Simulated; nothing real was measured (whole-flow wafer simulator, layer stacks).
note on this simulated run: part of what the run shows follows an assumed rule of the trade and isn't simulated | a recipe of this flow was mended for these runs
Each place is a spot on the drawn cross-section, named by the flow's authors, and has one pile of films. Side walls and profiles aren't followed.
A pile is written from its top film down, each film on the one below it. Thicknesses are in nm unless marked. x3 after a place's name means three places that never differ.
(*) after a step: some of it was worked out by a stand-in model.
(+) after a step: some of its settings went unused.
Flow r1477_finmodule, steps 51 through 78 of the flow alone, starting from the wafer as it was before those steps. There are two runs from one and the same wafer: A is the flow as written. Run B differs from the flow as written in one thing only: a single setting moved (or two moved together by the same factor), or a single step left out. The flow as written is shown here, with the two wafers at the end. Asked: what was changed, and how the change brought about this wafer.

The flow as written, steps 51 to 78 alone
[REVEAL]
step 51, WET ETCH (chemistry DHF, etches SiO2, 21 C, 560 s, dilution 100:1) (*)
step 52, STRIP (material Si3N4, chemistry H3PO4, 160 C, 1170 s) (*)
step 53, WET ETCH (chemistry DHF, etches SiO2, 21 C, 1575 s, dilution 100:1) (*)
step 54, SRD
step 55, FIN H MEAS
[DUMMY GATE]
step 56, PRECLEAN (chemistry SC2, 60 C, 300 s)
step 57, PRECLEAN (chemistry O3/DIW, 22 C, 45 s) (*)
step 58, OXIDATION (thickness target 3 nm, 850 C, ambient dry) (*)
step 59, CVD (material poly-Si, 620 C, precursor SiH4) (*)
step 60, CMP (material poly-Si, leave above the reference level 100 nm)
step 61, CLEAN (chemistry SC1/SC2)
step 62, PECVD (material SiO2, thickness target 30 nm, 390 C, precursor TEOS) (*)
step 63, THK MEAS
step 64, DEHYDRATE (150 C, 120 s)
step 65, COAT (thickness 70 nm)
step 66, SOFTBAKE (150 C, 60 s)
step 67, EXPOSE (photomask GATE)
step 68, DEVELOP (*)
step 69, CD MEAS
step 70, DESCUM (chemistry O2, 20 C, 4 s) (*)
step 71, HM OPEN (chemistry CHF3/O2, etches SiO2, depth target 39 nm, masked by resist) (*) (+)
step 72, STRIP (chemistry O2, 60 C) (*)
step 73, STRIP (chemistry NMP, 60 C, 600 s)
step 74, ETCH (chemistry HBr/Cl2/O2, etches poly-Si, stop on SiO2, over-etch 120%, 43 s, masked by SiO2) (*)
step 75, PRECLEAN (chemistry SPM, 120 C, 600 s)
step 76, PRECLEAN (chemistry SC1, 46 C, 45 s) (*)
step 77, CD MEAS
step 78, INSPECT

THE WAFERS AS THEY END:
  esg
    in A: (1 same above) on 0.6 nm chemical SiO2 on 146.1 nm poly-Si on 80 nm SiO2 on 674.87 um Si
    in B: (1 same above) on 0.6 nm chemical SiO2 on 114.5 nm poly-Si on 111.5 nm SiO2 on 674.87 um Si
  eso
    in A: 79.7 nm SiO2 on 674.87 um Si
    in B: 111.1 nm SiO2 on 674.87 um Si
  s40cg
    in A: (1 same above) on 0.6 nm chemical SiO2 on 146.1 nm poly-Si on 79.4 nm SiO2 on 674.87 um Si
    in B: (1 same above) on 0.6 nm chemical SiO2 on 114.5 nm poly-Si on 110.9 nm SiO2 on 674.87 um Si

The reason: step 53, WET ETCH: 945 s was run, while the flow as written has 1575 s.

Step by step, how the change led to this:
  step 53, WET ETCH (chemistry DHF, etches SiO2, 21 C, 1575 s, dilution 100:1) (*)
      esg, e40sg, e100sg and 17 more: A -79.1 SiO2 | B -47.5 SiO2
      pad, padg: A -85.7 SiO2 | B -51.4 SiO2
  step 59, CVD (material poly-Si, 620 C, precursor SiH4) (*)
      e100sg, s40sg, s50cg, e100so, s40so, s50co: A +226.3 poly-Si (new film) | B +193 poly-Si (new film)
      s40cg, s50sg, s40co, s50so: A +226.3 poly-Si (new film) | B +193.6 poly-Si (new film)
      (and at 10 other places as well)
  step 60, CMP (material poly-Si, leave above the reference level 100 nm)
      e100sg, s40sg, s50cg, e100so, s40so, s50co: A -80 poly-Si | B -78.3 poly-Si
      pad, padg: A -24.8 poly-Si | B -59 poly-Si
  step 74, ETCH (chemistry HBr/Cl2/O2, etches poly-Si, stop on SiO2, over-etch 120%, 43 s, masked by SiO2) (*)
      eso, e40so, e100so and 7 more: A -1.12 chemical SiO2 (all of it), -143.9 poly-Si (all of it), -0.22 SiO2 | B -1.12 chemical SiO2 (all of it), -112.3 poly-Si (all of it), -0.37 SiO2
      pad: A -1.12 chemical SiO2 (all of it), -152.8 poly-Si (all of it), -0.17 SiO2 | B -1.12 chemical SiO2 (all of it), -118.6 poly-Si (all of it), -0.34 SiO2
